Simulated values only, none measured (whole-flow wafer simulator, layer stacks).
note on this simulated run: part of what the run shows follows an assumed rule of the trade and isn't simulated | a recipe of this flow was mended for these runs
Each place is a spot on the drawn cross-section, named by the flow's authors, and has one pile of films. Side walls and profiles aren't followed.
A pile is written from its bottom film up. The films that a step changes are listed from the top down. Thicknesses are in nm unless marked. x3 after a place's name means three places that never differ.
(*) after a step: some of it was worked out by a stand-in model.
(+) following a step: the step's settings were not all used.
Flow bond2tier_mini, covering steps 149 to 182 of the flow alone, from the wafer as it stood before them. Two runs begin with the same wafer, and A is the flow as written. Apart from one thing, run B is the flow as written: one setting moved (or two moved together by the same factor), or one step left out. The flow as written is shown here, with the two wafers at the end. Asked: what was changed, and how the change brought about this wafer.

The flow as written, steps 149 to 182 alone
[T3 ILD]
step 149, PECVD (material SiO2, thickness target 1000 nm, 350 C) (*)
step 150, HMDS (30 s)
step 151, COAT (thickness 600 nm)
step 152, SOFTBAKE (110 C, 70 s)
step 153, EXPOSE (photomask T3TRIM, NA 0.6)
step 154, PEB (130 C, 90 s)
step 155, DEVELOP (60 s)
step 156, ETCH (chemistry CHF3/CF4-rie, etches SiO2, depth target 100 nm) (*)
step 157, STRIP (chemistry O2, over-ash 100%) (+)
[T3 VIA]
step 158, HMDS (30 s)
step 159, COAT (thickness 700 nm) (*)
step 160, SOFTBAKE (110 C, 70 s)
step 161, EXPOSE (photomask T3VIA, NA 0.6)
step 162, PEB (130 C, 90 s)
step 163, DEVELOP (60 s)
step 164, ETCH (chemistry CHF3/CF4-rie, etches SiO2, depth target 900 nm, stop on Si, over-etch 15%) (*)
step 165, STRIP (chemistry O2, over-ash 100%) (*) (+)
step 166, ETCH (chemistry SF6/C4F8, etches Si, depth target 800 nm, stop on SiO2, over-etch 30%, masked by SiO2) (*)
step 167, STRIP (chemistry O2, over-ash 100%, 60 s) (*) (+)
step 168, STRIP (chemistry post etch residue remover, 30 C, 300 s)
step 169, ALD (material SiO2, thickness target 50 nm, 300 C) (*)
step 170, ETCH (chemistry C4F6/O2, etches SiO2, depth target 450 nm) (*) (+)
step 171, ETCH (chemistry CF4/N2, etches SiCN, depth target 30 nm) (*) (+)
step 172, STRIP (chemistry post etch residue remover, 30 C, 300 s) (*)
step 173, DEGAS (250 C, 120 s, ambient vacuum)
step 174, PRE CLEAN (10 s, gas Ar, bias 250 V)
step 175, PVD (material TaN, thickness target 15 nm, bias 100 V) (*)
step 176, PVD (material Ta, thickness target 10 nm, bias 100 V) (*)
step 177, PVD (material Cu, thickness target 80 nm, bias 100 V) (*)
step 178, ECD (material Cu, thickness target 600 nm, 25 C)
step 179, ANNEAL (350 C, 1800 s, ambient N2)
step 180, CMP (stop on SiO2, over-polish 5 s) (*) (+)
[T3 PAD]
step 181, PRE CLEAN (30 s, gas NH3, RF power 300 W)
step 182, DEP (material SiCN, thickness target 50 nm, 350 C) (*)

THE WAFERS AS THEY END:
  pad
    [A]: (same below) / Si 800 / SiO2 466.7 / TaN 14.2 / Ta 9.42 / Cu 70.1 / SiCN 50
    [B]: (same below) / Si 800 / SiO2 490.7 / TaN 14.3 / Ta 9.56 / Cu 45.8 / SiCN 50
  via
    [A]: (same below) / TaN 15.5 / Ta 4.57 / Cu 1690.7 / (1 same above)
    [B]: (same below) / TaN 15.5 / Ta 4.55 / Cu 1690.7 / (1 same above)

Cause: step 156, ETCH: depth target 76 nm was run, though the flow has depth target 100 nm.

Step by step, how the change led to this:
  step 156, ETCH (chemistry CHF3/CF4-rie, etches SiO2, depth target 100 nm) (*)
      pad, via: A SiO2 loses 100 | B SiO2 loses 76
      field: A thick-KrF-resist loses 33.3 | B thick-KrF-resist loses 25.3
  step 164, ETCH (chemistry CHF3/CF4-rie, etches SiO2, depth target 900 nm, stop on Si, over-etch 15%) (*)
      via: A SiO2 loses 900 (all of it), Si loses 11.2 | B SiO2 loses 924 (all of it), Si loses 9.25
  step 165, STRIP (chemistry O2, over-ash 100%) (*) (+)
      field: A thick-KrF-resist loses 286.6 (all of it) | B thick-KrF-resist loses 296.4 (all of it)
      pad: A thick-KrF-resist loses 372.9 (all of it) | B thick-KrF-resist loses 362.7 (all of it)
  step 178, ECD (material Cu, thickness target 600 nm, 25 C)
      pad: A Cu gains 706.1 | B Cu gains 680.7
